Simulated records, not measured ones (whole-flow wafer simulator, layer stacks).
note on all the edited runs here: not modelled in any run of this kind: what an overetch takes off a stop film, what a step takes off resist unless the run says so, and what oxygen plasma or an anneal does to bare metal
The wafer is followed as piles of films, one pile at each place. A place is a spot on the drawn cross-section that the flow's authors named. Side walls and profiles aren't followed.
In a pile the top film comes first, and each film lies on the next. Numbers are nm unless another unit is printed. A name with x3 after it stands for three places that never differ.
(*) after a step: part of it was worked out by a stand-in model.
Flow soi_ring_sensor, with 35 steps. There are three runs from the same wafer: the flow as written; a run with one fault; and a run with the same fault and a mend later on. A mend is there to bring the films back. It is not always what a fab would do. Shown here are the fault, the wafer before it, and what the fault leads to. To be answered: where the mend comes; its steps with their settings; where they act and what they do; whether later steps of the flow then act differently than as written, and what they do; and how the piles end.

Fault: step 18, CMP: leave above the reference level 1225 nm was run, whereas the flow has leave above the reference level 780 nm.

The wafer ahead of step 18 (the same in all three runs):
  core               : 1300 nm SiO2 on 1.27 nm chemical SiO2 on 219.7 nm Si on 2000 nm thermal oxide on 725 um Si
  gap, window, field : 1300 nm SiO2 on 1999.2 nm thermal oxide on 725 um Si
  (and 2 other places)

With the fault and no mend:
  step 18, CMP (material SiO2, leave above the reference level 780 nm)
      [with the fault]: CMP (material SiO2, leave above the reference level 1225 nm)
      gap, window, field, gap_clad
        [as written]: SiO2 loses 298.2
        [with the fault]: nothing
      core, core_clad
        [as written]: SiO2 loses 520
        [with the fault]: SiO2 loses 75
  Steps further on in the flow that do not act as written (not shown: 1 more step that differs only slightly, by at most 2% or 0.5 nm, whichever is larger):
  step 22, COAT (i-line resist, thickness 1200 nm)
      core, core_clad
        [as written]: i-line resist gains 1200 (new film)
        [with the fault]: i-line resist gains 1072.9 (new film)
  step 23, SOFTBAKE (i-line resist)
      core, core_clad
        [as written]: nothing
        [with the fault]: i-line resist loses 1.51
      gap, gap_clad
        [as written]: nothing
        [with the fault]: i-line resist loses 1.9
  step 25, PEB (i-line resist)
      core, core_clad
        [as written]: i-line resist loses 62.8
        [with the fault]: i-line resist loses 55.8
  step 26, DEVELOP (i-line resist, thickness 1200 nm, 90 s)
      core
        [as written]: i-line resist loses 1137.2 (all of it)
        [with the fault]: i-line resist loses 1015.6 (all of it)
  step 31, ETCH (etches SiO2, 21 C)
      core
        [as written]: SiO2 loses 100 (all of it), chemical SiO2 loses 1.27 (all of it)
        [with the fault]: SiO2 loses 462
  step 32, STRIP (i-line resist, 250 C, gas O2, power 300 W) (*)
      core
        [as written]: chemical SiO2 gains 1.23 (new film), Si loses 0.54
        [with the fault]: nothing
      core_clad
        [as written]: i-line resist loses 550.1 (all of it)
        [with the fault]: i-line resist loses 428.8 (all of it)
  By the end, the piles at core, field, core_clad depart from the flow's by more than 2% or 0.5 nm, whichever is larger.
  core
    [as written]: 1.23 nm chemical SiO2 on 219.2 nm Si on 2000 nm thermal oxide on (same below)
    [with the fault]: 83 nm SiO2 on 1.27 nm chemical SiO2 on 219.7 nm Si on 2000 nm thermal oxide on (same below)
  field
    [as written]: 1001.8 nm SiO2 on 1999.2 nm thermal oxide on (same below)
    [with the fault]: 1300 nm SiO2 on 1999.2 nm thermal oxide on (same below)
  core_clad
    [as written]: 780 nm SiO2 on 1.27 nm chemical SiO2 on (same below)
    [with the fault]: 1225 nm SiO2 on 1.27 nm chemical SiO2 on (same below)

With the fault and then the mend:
  After step 19 comes the mend.
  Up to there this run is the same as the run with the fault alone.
  step 19a, CMP (material SiO2, leave above the reference level 780 nm) (a further turn of the flow's step 18)
      gap, window, field, gap_clad
        SiO2 loses 298.2
      core, core_clad
        SiO2 loses 445
  Every later step of the flow that is run acts as written at every place that is followed.
  The piles end the same as the flow's at every place that both follow.
